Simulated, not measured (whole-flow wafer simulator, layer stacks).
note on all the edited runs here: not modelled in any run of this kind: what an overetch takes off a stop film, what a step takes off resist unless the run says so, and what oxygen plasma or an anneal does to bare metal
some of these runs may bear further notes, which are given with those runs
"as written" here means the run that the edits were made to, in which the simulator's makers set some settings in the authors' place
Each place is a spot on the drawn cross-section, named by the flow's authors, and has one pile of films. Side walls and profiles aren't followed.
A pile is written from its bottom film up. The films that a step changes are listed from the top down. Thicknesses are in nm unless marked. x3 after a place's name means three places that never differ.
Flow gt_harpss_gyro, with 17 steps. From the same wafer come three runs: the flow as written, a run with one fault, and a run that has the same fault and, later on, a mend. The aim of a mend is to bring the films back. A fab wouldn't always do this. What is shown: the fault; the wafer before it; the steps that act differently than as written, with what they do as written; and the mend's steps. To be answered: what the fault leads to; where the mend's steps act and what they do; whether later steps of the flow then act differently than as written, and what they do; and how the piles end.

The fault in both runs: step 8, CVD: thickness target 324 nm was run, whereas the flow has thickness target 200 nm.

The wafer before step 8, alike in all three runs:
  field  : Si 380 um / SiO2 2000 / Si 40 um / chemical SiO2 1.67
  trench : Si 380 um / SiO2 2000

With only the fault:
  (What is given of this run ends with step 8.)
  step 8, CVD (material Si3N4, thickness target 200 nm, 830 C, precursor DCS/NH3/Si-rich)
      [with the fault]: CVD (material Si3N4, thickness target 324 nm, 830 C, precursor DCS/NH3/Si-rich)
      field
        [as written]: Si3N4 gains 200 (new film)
        [with the fault]: Si3N4 gains 324 (new film)
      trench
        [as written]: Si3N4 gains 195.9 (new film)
        [with the fault]: Si3N4 gains 316.5 (new film)
  The piles after step 8 differ from the flow's at field, trench by more than 2% or 0.5 nm, whichever is larger.
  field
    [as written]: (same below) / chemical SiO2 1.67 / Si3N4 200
    [with the fault]: (same below) / chemical SiO2 1.67 / Si3N4 324
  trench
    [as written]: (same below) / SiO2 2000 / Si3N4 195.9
    [with the fault]: (same below) / SiO2 2000 / Si3N4 316.5

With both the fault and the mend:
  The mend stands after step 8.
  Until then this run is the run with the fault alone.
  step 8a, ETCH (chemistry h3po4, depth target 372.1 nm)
      field
        Si3N4 loses 324 (all of it)
      trench
        Si3N4 loses 316.5 (all of it)
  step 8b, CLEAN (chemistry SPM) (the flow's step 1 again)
      does not change any film at any place that is followed
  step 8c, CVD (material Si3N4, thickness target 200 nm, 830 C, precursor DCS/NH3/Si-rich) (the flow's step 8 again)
      field
        Si3N4 gains 200 (new film)
      trench
        Si3N4 gains 195.9 (new film)
  Every later step of the flow that is run acts as written at every place that is followed.
  The piles end the same as the flow's at every place that both follow.
